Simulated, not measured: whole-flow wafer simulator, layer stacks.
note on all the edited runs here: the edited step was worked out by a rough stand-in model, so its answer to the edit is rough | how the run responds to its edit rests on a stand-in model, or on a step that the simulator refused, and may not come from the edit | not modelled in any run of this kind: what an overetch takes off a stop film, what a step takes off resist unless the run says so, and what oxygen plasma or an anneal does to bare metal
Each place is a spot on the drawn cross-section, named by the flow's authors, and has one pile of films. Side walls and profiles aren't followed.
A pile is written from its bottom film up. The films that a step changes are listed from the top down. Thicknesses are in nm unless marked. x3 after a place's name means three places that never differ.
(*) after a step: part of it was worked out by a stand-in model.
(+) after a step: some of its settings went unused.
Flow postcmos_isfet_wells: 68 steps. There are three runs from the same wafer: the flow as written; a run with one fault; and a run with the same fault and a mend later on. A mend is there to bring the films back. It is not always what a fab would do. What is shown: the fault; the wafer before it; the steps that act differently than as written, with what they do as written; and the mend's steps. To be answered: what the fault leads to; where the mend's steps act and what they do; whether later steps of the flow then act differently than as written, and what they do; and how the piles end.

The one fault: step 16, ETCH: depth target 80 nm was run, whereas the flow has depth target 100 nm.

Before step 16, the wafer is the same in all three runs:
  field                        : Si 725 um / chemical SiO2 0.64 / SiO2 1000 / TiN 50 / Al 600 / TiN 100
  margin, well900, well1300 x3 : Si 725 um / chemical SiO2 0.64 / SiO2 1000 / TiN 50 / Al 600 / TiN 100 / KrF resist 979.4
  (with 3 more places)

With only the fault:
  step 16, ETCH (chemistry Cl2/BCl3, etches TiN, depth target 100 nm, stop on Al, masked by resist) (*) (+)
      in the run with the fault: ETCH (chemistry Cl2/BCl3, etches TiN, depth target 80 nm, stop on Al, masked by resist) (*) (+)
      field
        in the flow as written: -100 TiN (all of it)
        in the run with the fault: -80 TiN
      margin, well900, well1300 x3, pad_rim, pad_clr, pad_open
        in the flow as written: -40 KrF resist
        in the run with the fault: -32 KrF resist
  Later steps of the flow acting differently than as written (not shown: 2 more steps that differ only slightly, by at most 2% or 0.5 nm, whichever is larger):
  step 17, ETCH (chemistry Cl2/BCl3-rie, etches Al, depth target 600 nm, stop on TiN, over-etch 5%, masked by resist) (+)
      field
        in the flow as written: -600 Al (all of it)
        in the run with the fault: -20 TiN (all of it), -568 Al
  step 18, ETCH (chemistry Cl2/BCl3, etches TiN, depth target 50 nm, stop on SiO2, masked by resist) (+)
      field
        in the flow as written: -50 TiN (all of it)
        in the run with the fault: -32 Al (all of it), -36.6 TiN
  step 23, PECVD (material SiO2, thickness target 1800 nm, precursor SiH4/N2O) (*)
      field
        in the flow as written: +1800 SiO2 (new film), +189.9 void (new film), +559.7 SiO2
        in the run with the fault: +1800 SiO2 (new film), +180.1 void (new film), +556.5 SiO2 (new film)
  At field, the piles at the end differ from the flow's by more than 2% or 0.5 nm, whichever is larger.
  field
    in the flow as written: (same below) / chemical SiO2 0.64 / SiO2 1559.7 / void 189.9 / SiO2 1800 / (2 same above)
    in the run with the fault: (same below) / chemical SiO2 0.64 / SiO2 1000 / TiN 13 / SiO2 556.5 / void 180.1 / SiO2 1800 / (2 same above)

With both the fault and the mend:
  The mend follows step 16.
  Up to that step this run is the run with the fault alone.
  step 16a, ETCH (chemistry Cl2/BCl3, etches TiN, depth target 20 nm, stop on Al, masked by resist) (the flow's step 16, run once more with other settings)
      margin, well900, well1300 x3, pad_rim, pad_clr, pad_open
        -8 KrF resist
      field
        -20 TiN (all of it)
  None of the later steps of the flow acts differently than as written at any place that is followed.
  By the end, the piles equal the flow's at every place that both follow.
